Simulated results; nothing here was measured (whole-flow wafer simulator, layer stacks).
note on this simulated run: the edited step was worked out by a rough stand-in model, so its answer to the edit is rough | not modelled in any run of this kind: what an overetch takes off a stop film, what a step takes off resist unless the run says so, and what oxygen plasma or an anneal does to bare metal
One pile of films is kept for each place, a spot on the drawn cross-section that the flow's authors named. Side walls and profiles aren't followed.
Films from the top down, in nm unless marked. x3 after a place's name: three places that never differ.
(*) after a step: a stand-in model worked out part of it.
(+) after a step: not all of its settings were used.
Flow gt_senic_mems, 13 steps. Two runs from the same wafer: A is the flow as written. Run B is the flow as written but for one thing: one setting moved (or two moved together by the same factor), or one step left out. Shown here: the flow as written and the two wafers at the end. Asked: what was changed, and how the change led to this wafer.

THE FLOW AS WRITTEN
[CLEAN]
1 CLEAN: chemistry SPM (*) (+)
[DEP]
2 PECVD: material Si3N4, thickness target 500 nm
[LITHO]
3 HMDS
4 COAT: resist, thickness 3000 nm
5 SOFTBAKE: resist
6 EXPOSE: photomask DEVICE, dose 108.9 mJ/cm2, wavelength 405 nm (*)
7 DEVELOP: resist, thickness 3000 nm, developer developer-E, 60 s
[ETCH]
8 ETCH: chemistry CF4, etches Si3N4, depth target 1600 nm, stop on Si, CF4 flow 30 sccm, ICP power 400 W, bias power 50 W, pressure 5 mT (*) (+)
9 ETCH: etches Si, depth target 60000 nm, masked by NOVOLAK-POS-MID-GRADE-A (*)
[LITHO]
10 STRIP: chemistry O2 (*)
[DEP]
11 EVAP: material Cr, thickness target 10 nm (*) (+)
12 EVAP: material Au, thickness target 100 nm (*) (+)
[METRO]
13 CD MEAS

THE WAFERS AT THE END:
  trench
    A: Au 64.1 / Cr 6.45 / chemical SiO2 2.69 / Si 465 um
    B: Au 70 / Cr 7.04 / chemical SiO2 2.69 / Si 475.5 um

The cause: step 9, ETCH: depth target 49500 nm was run, where the flow has depth target 60000 nm.

How the change led to this, step by step:
  9 ETCH: etches Si, depth target 60000 nm, masked by NOVOLAK-POS-MID-GRADE-A (*)
      field: A resist -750 | B resist -618.8
      trench: A Si -60 um | B Si -49.5 um
  10 STRIP: chemistry O2 (*)
      field: A resist -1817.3 (all of it) | B resist -1948.6 (all of it)
  11 EVAP: material Cr, thickness target 10 nm (*) (+)
      trench: A Cr +6.45 (new film) | B Cr +7.04 (new film)
  12 EVAP: material Au, thickness target 100 nm (*) (+)
      trench: A Au +64.1 (new film) | B Au +70 (new film)
